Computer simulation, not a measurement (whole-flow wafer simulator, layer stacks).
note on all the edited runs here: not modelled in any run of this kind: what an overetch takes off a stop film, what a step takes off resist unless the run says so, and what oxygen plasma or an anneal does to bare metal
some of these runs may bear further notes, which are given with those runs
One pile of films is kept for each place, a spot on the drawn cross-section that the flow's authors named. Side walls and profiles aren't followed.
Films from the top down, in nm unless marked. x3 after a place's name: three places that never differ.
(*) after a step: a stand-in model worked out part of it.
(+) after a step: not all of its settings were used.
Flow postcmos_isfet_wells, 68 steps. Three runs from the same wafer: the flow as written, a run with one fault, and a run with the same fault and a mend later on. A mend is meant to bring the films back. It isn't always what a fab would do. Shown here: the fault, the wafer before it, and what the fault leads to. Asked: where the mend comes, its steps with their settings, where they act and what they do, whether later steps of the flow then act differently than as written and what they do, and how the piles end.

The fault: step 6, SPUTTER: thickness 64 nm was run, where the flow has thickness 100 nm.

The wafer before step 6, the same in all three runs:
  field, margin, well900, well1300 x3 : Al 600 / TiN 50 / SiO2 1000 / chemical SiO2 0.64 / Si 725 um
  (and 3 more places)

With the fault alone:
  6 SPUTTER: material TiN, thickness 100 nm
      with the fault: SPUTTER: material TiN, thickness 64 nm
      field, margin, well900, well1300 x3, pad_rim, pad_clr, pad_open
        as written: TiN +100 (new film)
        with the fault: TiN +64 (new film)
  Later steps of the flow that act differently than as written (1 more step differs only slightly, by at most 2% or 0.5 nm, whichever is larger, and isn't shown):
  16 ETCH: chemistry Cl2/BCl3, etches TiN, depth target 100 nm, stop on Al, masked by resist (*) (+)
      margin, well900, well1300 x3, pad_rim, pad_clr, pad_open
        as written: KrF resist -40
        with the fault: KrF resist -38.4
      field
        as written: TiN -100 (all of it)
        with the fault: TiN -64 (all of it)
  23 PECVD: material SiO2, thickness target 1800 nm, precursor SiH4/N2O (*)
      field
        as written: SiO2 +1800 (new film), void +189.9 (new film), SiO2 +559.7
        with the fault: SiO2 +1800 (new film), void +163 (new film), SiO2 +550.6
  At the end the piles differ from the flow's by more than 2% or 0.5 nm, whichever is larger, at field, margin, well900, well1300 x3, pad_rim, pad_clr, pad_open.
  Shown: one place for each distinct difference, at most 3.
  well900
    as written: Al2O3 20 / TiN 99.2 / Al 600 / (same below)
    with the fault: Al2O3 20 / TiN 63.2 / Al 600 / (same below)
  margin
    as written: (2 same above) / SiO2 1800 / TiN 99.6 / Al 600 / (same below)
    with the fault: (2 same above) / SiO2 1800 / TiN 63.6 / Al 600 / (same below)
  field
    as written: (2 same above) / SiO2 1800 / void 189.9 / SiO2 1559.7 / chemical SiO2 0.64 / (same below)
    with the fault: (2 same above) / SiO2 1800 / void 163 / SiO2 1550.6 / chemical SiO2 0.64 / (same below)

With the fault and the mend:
  The mend comes after step 6.
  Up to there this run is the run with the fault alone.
  6a SPUTTER: material TiN, thickness 36 nm (the flow's step 6 once more, with other settings)
      field, margin, well900, well1300 x3, pad_rim, pad_clr, pad_open
        TiN +36
  No later step of the flow acts differently than as written at any place that is followed.
  At the end the piles are the same as the flow's at every place that both follow.
